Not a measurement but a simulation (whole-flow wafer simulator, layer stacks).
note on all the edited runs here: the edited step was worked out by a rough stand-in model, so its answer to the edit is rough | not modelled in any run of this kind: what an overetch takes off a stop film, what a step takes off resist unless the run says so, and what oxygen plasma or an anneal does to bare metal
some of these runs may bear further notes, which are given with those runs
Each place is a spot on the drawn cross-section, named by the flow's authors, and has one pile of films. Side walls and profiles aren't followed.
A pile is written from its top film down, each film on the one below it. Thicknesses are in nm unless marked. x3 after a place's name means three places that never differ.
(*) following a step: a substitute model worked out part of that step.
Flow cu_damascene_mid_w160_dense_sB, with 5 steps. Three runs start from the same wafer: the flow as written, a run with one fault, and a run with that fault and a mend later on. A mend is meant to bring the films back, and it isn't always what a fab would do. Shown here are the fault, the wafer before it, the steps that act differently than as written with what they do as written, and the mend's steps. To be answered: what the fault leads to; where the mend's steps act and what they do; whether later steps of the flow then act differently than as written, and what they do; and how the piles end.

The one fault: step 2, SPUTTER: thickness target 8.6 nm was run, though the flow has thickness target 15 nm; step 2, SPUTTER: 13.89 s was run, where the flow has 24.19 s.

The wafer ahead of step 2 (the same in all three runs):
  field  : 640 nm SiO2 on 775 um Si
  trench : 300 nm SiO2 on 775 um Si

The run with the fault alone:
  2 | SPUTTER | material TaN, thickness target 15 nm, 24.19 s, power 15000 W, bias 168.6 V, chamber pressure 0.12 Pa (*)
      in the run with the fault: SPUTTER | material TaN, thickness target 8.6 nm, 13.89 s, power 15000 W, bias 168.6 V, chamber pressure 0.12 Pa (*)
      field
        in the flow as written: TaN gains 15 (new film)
        in the run with the fault: TaN gains 8.6 (new film)
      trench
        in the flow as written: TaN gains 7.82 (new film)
        in the run with the fault: TaN gains 4.48 (new film)
  Every later step of the flow that is run acts as written, at every place that is followed, to within 2% or 0.5 nm, whichever is larger.
  At field, trench, the piles at the end differ from the flow's by more than 2% or 0.5 nm, whichever is larger.
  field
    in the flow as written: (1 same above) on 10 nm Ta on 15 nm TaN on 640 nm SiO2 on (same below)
    in the run with the fault: (1 same above) on 10 nm Ta on 8.6 nm TaN on 640 nm SiO2 on (same below)
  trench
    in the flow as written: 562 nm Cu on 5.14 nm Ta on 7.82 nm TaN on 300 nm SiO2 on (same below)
    in the run with the fault: 558.9 nm Cu on 5.22 nm Ta on 4.48 nm TaN on 300 nm SiO2 on (same below)

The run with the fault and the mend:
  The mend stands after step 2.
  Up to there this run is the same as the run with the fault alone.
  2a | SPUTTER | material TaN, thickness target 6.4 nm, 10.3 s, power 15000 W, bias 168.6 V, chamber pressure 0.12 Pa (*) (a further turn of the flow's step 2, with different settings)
      field
        TaN gains 6.4
      trench
        TaN gains 3.27
  Every later step of the flow that is run acts as written, at every place that is followed, to within 2% or 0.5 nm, whichever is larger.
  At the end the piles are close to the flow's at the places that both follow, differing by at most 2% or 0.5 nm, whichever is larger.
